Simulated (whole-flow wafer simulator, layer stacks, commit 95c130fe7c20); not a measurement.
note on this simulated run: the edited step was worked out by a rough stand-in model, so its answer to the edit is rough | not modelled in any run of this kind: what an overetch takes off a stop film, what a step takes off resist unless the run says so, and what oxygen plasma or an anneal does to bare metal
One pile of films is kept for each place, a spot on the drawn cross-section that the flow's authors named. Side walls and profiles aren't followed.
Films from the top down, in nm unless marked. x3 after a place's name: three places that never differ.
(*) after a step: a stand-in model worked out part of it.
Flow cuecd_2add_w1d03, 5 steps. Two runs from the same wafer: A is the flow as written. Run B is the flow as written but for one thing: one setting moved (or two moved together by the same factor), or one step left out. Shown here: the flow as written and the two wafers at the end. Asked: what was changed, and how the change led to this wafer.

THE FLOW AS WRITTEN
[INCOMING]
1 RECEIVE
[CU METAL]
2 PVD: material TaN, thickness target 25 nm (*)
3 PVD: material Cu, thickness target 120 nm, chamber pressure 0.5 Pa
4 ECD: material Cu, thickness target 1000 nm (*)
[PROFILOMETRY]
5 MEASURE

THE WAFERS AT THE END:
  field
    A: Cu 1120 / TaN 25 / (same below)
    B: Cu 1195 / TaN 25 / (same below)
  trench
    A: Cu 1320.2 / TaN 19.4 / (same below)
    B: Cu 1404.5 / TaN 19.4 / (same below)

The cause: step 4, ECD: thickness target 1075 nm was run, where the flow has thickness target 1000 nm.

How the change led to this, step by step:
  4 ECD: material Cu, thickness target 1000 nm (*)
      field: A Cu +1000 | B Cu +1075
      trench: A Cu +1226.8 | B Cu +1311.1
